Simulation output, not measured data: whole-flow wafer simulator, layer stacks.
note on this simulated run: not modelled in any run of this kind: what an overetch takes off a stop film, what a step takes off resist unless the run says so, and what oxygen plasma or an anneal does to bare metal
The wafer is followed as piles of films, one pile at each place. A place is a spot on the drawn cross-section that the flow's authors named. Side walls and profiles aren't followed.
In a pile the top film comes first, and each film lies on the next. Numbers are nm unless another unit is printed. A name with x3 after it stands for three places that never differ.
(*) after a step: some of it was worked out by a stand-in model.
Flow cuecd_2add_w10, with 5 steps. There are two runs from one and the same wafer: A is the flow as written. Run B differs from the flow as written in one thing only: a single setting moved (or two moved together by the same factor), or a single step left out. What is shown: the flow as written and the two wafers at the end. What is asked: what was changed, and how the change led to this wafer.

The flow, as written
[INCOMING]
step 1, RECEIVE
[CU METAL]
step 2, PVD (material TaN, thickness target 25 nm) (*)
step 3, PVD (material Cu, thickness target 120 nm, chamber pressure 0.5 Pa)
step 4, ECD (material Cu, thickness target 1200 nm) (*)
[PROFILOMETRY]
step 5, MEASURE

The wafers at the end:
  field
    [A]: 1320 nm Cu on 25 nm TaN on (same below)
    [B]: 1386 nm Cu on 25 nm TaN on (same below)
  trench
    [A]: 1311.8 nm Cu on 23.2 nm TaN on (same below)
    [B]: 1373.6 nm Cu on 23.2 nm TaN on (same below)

The reason: step 3, PVD: thickness target 186 nm was run, whereas the flow has thickness target 120 nm.

Step by step, how the change led to this:
  step 3, PVD (material Cu, thickness target 120 nm, chamber pressure 0.5 Pa)
      field: A +120 Cu (new film) | B +186 Cu (new film)
      trench: A +111.8 Cu (new film) | B +173.6 Cu (new film)
